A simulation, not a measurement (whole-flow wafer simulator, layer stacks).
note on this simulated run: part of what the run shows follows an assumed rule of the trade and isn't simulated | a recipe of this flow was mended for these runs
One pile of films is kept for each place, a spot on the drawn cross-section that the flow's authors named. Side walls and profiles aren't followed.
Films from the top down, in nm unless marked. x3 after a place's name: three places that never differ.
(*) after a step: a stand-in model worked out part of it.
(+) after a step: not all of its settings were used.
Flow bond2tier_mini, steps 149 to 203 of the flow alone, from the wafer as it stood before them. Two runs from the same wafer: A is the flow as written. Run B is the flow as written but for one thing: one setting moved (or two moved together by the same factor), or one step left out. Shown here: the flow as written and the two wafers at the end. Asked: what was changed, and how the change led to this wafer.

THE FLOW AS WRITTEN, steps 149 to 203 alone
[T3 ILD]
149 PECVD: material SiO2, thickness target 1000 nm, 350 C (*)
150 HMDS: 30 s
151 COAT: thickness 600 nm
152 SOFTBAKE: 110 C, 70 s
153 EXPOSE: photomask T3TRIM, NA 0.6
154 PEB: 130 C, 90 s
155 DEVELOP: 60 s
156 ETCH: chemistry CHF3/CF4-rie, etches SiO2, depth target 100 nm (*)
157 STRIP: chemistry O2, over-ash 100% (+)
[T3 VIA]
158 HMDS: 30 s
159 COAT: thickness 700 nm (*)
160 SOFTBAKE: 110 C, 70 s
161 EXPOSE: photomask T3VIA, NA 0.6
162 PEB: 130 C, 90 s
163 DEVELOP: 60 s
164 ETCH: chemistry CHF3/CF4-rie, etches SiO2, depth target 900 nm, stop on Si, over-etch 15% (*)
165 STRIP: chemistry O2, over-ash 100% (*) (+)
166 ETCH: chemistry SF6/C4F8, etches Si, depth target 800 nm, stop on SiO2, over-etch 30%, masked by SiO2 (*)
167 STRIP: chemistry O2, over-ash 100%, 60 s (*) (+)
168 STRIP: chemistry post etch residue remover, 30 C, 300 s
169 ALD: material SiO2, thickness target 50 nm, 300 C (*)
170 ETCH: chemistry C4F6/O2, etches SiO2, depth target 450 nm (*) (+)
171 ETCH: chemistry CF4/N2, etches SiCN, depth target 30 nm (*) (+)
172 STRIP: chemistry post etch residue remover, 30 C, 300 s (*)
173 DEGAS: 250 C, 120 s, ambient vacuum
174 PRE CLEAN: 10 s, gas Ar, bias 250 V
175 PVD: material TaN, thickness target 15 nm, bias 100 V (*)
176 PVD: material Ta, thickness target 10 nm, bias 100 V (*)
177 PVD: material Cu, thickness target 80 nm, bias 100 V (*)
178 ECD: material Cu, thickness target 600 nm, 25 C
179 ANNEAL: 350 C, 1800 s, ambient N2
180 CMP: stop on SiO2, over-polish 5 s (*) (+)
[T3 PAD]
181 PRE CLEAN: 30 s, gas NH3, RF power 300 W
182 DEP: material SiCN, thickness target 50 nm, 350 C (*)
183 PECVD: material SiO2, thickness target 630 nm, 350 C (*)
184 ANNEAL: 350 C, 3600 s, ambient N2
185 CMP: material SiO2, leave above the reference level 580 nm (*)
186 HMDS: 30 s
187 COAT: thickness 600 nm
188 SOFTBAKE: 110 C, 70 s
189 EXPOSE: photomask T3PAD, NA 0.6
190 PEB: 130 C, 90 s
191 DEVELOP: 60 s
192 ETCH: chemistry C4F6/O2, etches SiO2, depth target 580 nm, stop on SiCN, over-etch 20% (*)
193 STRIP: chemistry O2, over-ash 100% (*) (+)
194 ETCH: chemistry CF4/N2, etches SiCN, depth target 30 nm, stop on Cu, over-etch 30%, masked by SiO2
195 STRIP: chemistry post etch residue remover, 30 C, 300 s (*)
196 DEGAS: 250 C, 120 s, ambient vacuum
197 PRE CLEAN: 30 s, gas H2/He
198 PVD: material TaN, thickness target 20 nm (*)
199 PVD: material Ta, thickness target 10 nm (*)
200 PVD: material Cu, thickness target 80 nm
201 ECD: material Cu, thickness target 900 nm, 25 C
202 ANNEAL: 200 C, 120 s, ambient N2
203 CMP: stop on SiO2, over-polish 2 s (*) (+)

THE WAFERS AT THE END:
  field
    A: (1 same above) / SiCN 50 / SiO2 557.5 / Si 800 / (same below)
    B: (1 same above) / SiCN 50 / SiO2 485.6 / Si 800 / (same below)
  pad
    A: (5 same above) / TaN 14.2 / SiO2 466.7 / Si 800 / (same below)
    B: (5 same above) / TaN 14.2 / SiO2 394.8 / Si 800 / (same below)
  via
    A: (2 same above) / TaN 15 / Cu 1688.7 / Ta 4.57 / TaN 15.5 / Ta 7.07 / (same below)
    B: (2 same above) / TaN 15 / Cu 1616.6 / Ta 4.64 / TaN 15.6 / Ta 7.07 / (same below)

The cause: step 149, PECVD: thickness target 928 nm was run, where the flow has thickness target 1000 nm.

How the change led to this, step by step:
  149 PECVD: material SiO2, thickness target 1000 nm, 350 C (*)
      field, pad, via: A SiO2 +1000 (new film) | B SiO2 +928 (new film)
  164 ETCH: chemistry CHF3/CF4-rie, etches SiO2, depth target 900 nm, stop on Si, over-etch 15% (*)
      field, pad: A thick-KrF-resist -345 | B thick-KrF-resist -317.4
      via: A SiO2 -900 (all of it), Si -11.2 | B SiO2 -828 (all of it), Si -17.2
  165 STRIP: chemistry O2, over-ash 100% (*) (+)
      field: A thick-KrF-resist -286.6 (all of it) | B thick-KrF-resist -314.2 (all of it)
      pad: A thick-KrF-resist -372.9 (all of it) | B thick-KrF-resist -400.5 (all of it)
  178 ECD: material Cu, thickness target 600 nm, 25 C
      via: A Cu +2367 | B Cu +2294.3
